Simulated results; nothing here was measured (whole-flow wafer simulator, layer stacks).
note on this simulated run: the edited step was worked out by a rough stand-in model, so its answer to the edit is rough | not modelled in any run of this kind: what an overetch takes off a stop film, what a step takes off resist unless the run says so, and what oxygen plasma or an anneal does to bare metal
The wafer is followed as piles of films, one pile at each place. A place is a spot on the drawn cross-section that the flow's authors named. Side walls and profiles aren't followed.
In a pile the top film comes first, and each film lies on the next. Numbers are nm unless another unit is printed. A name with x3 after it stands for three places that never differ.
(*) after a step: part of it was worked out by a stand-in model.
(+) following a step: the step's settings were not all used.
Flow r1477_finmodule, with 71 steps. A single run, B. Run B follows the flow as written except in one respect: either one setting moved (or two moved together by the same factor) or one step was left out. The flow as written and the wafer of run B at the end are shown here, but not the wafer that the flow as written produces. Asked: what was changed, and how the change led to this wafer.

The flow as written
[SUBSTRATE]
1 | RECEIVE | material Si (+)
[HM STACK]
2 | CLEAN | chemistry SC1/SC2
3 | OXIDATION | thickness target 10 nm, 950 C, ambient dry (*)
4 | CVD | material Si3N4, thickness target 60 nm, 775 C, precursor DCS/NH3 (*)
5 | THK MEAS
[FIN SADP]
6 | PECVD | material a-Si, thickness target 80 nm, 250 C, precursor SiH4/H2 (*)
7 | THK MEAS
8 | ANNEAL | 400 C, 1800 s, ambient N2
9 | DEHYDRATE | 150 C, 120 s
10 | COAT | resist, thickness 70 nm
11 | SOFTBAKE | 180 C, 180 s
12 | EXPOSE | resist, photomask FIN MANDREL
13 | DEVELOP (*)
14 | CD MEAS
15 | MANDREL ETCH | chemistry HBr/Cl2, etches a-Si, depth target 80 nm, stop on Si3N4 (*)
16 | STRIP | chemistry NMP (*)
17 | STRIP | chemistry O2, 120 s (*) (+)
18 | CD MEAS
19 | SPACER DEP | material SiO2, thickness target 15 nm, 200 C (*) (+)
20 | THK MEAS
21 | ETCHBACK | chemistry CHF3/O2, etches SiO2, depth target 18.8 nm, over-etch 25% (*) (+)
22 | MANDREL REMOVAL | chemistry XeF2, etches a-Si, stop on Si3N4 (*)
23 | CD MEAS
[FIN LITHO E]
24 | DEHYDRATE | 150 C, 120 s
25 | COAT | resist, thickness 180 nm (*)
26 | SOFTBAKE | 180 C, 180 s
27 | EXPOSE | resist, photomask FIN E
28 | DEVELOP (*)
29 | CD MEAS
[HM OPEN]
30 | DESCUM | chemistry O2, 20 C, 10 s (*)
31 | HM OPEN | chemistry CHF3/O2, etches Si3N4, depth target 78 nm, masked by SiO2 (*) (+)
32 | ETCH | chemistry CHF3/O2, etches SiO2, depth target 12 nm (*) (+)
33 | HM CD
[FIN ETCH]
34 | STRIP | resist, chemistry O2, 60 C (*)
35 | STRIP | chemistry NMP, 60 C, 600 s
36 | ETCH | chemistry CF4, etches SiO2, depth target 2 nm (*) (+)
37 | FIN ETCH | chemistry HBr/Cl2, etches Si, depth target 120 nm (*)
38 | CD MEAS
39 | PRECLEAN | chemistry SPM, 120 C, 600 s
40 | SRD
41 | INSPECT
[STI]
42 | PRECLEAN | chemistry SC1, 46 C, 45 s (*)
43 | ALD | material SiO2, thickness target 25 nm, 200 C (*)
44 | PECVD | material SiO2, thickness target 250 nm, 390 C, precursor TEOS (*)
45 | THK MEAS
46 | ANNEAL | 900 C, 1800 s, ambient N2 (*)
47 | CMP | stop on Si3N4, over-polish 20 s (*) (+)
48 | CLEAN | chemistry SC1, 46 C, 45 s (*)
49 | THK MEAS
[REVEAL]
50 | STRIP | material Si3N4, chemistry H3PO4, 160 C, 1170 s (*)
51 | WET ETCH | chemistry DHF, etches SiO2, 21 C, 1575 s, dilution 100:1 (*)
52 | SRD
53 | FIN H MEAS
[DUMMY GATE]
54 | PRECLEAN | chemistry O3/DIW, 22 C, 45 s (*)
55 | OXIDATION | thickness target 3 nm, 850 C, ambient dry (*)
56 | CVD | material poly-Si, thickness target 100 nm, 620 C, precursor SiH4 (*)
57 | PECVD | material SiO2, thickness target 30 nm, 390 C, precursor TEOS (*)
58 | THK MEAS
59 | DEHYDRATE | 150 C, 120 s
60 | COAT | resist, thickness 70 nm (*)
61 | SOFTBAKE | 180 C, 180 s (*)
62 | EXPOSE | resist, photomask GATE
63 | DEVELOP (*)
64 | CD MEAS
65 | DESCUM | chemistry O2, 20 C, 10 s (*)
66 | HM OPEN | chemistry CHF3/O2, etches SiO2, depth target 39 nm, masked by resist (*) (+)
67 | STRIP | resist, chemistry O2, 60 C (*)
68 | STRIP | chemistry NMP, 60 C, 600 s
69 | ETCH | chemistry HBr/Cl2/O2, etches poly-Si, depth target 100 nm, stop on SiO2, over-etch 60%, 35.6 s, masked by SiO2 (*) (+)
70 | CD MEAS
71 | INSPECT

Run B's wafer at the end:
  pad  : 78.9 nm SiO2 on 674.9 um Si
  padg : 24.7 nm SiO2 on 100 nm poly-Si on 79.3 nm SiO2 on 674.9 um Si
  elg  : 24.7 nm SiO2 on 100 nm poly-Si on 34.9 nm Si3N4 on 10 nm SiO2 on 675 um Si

Cause: step 37, FIN ETCH: depth target 96 nm was run, while the flow as written has depth target 120 nm.

Step by step, how the change led to this:
  37 | FIN ETCH | chemistry HBr/Cl2, etches Si, depth target 120 nm (*)
      pad, padg, esg and 19 more: -96 Si (as written it would have been: -120 Si)
      elg, e40lg, e100lg, e200lg, elo, e40lo, e100lo, e200lo: -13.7 Si3N4 (as written it would have been: -17.1 Si3N4)
      (also at 6 further places)
  43 | ALD | material SiO2, thickness target 25 nm, 200 C (*)
      s40cg, s45cg, s50cg, s40co, s45co, s50co: +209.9 SiO2 (new film) (as written it would have been: +232.1 SiO2 (new film))
      esg: +173.7 SiO2 (new film) (as written it would have been: +194.3 SiO2 (new film))
  47 | CMP | stop on Si3N4, over-polish 20 s (*) (+)
      pad, padg, e40sg and 11 more: -95.8 SiO2 (as written it would have been: -71.8 SiO2)
      eso: -96.4 SiO2 (as written it would have been: -72.4 SiO2)
  51 | WET ETCH | chemistry DHF, etches SiO2, 21 C, 1575 s, dilution 100:1 (*)
      elg, e40lg, e100lg, e200lg, elo, e40lo, e100lo, e200lo: -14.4 SiO2 (all of it), -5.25 Si3N4 (as written it would have been: -17.8 SiO2 (all of it), -4.97 Si3N4)
  60 | COAT | resist, thickness 70 nm (*)
      e40sg, eso, e40so: +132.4 resist (new film) (as written it would have been: +129.5 resist (new film))
      e100sg, e100so: +132.4 resist (new film) (as written it would have been: +129.4 resist (new film))
      (also at 2 further places)
  63 | DEVELOP (*)
      eso, e40so: -132.4 resist (all of it) (as written it would have been: -129.5 resist (all of it))
      e100so: -132.4 resist (all of it) (as written it would have been: -129.4 resist (all of it))
      (also at 1 further place)
  67 | STRIP | resist, chemistry O2, 60 C (*)
      e40sg: -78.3 resist (all of it) (as written it would have been: -75.4 resist (all of it))
      e100sg: -78.3 resist (all of it) (as written it would have been: -75.3 resist (all of it))
      (also at 1 further place)
